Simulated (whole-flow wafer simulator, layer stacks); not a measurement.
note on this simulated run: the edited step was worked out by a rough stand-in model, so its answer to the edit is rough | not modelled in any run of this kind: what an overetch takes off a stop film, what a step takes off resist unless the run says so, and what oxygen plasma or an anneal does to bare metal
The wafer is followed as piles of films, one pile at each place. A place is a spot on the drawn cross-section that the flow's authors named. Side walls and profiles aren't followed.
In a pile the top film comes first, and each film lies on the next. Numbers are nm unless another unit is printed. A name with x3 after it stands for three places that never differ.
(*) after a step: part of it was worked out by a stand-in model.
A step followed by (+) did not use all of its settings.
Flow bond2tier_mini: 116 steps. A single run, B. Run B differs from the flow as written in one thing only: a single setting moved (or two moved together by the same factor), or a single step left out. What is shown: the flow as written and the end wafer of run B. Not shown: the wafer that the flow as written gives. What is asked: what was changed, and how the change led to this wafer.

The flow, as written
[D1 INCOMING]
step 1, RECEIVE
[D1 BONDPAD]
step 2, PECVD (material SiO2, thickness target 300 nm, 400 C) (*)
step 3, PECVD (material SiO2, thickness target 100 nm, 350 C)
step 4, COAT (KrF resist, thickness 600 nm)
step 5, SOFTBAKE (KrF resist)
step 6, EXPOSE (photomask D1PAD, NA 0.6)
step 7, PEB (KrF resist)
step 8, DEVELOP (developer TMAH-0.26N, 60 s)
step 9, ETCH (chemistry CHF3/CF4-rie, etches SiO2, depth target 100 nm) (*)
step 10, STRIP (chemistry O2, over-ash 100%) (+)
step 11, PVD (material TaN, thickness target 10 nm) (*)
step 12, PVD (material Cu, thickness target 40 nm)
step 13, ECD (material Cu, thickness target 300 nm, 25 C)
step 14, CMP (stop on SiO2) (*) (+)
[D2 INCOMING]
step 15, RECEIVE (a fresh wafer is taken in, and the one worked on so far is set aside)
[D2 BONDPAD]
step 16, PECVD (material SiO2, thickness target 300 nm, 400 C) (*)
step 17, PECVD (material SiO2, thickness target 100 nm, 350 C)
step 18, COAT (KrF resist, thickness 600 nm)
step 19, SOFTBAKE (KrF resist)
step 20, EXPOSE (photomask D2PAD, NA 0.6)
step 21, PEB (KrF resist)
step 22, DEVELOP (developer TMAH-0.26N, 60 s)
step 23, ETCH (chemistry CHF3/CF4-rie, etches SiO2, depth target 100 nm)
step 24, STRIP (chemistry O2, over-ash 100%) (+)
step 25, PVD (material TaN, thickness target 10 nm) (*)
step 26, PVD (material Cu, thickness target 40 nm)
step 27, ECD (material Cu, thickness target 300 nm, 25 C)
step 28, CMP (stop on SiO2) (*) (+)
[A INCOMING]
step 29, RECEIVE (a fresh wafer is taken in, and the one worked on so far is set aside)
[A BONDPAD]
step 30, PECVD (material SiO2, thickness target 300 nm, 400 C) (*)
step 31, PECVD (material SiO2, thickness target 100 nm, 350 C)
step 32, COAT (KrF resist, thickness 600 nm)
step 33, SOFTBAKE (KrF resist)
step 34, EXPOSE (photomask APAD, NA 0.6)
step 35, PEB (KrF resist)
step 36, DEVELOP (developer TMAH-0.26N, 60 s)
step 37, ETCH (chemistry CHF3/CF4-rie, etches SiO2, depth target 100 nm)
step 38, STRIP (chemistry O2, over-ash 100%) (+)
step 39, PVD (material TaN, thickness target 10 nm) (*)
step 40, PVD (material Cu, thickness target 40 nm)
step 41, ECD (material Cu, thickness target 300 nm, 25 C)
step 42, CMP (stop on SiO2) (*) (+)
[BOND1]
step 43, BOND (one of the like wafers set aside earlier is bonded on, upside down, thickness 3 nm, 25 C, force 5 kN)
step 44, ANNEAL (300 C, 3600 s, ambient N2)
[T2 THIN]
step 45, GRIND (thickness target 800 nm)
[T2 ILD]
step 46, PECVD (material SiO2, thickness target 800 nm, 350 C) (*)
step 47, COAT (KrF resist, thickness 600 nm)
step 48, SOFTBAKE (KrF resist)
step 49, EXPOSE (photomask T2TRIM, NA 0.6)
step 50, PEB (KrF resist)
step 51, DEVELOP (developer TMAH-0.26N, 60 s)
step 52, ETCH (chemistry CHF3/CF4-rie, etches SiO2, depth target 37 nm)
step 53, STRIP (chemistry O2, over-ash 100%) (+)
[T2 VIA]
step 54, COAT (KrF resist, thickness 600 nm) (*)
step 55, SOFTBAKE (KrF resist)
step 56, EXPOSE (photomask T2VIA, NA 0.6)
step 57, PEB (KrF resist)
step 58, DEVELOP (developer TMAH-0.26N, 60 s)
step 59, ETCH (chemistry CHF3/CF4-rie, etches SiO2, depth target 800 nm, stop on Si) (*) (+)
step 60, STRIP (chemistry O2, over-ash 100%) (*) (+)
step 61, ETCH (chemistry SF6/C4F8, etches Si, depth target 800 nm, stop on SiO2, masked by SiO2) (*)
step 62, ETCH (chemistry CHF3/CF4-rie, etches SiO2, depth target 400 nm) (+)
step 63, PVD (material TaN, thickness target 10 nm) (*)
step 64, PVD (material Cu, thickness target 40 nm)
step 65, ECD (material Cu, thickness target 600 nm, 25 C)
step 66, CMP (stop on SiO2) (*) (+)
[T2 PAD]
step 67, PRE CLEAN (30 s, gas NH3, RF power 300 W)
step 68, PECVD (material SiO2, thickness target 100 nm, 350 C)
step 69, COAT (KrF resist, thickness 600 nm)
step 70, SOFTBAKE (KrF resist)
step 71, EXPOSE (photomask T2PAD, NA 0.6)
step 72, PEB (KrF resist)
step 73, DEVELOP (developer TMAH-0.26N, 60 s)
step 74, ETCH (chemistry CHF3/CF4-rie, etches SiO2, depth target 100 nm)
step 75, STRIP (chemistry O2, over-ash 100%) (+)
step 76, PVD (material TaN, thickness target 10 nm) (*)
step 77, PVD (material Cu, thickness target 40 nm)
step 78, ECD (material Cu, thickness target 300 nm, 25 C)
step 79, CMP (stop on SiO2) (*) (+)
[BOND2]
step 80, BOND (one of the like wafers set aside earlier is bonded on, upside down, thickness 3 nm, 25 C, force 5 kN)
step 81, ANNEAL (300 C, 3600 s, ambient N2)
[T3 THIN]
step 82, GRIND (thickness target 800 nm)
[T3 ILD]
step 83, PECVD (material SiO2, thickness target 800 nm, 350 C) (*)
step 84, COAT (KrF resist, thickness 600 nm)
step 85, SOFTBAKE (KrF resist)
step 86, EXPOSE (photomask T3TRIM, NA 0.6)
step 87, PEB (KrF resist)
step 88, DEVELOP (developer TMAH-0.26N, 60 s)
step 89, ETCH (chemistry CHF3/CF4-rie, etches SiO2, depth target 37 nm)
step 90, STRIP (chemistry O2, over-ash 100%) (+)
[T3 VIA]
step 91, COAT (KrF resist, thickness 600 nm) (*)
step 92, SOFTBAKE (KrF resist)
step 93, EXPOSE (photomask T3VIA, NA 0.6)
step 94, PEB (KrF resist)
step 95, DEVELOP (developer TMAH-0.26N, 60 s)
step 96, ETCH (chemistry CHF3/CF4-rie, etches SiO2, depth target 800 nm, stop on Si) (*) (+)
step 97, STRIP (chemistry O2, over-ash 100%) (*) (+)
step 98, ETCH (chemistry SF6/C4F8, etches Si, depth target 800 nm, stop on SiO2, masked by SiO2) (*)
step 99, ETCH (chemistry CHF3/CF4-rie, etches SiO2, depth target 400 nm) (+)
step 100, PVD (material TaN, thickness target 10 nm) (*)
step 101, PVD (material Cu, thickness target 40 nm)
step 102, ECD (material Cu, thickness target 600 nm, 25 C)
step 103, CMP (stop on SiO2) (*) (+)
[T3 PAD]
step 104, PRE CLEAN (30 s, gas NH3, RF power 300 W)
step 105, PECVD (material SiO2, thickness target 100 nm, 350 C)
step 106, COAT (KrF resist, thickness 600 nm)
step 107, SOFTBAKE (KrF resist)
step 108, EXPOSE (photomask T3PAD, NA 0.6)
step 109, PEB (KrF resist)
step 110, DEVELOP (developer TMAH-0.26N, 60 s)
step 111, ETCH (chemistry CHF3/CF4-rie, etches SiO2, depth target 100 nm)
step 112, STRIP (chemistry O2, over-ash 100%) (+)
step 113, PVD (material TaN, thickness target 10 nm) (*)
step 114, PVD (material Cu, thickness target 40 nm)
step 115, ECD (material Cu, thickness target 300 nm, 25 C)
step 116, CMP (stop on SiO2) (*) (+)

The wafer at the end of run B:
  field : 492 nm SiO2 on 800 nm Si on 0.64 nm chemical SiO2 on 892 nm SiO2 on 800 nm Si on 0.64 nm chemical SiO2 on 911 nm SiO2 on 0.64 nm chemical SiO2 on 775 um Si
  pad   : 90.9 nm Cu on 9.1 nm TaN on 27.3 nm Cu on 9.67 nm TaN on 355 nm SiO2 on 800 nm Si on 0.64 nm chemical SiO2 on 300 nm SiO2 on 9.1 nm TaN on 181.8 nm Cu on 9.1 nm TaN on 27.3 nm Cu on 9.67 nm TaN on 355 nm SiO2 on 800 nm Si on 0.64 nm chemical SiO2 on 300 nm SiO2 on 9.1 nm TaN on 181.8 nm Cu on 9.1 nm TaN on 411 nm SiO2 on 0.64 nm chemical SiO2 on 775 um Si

Cause: step 30, PECVD: thickness target 411 nm was run, while the flow as written has thickness target 300 nm.
The wafer itself shows it: pad has SiO2 411, and step 30 as written asks for 300 nm.

Step by step, how the change led to this:
  step 30, PECVD (material SiO2, thickness target 300 nm, 400 C) (*)
      field, pad, via: +411 SiO2 (new film) (in the flow as written it would be: +300 SiO2 (new film))
